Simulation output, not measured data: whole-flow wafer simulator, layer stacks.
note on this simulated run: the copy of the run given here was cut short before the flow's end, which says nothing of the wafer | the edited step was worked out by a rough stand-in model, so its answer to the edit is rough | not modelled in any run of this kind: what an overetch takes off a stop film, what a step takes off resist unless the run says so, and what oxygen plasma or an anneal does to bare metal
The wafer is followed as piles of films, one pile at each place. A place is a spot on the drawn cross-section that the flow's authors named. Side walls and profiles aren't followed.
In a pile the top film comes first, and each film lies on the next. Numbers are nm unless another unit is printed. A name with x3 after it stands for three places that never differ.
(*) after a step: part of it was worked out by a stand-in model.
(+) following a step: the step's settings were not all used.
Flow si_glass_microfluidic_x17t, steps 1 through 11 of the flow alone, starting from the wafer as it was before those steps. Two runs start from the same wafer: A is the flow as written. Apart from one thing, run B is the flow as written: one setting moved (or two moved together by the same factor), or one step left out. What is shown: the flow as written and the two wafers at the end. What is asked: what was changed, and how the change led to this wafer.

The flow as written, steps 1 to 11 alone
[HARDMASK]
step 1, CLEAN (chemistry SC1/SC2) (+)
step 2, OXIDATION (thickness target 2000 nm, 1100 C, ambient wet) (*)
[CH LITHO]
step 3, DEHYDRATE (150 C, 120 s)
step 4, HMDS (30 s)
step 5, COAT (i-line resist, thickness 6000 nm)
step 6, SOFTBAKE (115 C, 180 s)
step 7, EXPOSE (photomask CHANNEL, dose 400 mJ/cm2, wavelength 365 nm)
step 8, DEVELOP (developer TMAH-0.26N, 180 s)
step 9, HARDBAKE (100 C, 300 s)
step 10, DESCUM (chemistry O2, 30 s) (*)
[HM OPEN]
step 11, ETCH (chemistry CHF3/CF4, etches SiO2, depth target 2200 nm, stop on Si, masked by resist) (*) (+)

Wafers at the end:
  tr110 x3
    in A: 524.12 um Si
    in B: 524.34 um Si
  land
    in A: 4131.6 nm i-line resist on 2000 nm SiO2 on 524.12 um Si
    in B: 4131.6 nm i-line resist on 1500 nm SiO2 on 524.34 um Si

What caused this: step 2, OXIDATION: thickness target 1500 nm was run, while the flow as written has thickness target 2000 nm.
The wafer itself shows it: land has SiO2 1500, and step 2 as written asks for 2000 nm.

Step by step, how the change led to this:
  step 2, OXIDATION (thickness target 2000 nm, 1100 C, ambient wet) (*)
      land, tr110 x3: A SiO2 gains 2000 (new film), chemical SiO2 loses 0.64 (all of it), Si loses 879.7 | B SiO2 gains 1500 (new film), chemical SiO2 loses 0.64 (all of it), Si loses 659.7
  step 11, ETCH (chemistry CHF3/CF4, etches SiO2, depth target 2200 nm, stop on Si, masked by resist) (*) (+)
      tr110 x3: A SiO2 loses 2000 (all of it) | B SiO2 loses 1500 (all of it)
